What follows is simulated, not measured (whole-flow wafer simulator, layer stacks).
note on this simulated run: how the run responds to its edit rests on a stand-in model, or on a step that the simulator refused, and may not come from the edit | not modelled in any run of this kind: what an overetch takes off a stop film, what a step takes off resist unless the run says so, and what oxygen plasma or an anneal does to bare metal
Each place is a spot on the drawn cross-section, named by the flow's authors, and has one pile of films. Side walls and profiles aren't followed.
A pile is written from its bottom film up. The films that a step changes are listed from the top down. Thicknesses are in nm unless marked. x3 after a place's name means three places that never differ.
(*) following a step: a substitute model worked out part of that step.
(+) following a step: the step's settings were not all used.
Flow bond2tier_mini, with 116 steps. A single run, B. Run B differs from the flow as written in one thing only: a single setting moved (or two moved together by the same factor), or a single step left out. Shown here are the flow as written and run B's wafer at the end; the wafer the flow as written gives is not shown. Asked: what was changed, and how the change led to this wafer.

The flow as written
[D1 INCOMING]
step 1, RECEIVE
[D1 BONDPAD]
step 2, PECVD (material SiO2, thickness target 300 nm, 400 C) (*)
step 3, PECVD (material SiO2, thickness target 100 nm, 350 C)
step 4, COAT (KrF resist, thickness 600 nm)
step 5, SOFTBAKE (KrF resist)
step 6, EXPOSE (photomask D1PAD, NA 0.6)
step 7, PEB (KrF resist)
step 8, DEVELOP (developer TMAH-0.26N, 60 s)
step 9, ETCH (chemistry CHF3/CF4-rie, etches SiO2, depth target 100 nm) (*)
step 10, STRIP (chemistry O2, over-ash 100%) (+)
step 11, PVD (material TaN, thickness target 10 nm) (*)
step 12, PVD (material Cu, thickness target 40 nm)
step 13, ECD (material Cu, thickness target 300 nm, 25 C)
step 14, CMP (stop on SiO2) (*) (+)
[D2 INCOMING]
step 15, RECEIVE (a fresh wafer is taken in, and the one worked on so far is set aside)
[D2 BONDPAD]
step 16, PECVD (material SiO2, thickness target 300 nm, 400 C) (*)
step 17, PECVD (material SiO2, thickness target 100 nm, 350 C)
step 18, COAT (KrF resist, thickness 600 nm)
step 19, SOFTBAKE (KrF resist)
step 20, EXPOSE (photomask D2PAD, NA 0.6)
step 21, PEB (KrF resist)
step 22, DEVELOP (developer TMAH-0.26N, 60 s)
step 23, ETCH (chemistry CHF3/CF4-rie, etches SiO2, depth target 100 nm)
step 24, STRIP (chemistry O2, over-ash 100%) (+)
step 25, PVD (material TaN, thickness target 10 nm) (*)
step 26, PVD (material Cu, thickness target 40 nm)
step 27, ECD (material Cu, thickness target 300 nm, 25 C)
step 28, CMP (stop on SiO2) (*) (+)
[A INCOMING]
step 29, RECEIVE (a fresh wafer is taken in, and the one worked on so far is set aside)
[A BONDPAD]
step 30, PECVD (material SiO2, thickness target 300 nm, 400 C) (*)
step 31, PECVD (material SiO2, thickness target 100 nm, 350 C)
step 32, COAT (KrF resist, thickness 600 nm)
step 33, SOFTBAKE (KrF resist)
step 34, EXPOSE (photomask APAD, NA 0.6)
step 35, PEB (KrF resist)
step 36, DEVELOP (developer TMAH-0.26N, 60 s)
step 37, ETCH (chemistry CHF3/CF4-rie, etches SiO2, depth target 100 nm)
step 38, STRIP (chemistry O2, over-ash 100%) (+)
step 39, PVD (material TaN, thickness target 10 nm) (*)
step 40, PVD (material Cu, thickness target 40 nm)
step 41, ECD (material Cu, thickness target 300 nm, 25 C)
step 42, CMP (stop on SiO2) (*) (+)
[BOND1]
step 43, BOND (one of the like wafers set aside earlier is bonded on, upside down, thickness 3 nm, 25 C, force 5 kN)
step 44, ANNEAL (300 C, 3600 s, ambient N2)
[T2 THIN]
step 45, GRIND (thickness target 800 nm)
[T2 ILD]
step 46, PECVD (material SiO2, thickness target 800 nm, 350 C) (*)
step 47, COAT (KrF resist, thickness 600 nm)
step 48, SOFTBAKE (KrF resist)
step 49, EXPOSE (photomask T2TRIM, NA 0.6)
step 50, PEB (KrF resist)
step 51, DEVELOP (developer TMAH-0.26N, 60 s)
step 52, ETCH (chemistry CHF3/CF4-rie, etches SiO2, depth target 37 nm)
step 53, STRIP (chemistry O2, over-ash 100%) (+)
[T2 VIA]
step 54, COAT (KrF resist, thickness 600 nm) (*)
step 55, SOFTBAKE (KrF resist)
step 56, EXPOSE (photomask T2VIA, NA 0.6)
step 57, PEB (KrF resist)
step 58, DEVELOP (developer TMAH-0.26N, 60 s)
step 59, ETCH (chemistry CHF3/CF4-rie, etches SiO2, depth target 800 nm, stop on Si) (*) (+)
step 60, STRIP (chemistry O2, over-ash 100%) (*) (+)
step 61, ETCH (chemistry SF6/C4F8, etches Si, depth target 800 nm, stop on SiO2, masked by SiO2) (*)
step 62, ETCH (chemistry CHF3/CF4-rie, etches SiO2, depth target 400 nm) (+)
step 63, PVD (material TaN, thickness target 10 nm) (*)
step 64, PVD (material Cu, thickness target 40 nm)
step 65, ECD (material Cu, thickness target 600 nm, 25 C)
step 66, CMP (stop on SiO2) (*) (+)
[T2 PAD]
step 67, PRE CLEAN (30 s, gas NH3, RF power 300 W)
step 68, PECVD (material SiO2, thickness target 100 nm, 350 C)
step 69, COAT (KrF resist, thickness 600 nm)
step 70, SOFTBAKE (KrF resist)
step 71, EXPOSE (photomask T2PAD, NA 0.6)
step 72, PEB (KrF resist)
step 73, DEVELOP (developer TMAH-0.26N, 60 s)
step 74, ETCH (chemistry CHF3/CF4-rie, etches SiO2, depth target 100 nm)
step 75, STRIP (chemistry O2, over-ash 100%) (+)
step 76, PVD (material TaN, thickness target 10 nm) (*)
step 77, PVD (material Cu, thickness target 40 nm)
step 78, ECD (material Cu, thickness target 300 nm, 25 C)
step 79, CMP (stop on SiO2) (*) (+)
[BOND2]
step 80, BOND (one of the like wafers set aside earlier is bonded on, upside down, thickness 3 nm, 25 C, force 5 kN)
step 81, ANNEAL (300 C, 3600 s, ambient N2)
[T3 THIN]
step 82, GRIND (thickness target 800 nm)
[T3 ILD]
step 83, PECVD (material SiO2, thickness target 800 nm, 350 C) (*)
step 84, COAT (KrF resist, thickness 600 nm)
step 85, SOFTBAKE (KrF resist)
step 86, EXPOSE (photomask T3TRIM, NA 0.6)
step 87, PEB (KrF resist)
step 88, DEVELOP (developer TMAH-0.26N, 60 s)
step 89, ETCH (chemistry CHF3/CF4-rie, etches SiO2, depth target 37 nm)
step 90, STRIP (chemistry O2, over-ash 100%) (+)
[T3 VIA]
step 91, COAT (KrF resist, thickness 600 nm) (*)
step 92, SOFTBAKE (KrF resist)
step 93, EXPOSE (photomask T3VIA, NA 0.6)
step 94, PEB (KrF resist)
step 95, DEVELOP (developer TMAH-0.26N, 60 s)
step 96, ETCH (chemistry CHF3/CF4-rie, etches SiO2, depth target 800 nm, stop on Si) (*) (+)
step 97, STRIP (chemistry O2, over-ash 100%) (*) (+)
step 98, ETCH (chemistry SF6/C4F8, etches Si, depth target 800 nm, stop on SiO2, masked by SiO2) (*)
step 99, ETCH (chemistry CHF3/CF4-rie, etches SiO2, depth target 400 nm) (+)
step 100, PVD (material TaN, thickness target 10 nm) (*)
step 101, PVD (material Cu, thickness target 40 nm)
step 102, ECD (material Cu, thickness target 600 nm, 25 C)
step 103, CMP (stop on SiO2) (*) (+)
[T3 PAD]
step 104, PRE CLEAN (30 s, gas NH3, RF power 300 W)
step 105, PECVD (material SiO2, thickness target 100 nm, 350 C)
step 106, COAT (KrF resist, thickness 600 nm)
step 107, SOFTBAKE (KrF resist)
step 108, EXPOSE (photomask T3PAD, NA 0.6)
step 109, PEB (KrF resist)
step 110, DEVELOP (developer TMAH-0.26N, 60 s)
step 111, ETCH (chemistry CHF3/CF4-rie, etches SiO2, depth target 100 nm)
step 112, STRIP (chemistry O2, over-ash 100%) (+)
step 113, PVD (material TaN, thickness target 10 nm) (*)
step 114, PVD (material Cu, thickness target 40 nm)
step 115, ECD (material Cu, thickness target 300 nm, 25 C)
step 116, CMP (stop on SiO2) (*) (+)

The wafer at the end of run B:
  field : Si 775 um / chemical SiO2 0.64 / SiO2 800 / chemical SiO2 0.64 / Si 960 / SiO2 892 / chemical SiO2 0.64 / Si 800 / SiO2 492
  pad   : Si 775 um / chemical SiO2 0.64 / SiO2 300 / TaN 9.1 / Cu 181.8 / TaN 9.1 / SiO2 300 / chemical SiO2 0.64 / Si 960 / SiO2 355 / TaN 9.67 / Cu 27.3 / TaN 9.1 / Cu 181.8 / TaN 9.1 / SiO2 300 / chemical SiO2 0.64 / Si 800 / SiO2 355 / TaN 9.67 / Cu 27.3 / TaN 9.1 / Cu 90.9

The reason: step 45, GRIND: thickness target 960 nm was run, though the flow has thickness target 800 nm.
The wafer lets one read it off: field has Si 960, and step 45 as written asks for 800 nm.

Step by step, how the change led to this:
  step 45, GRIND (thickness target 800 nm)
      field, pad, via: Si loses 774.04 um (in the flow as written it would be: Si loses 774.2 um)
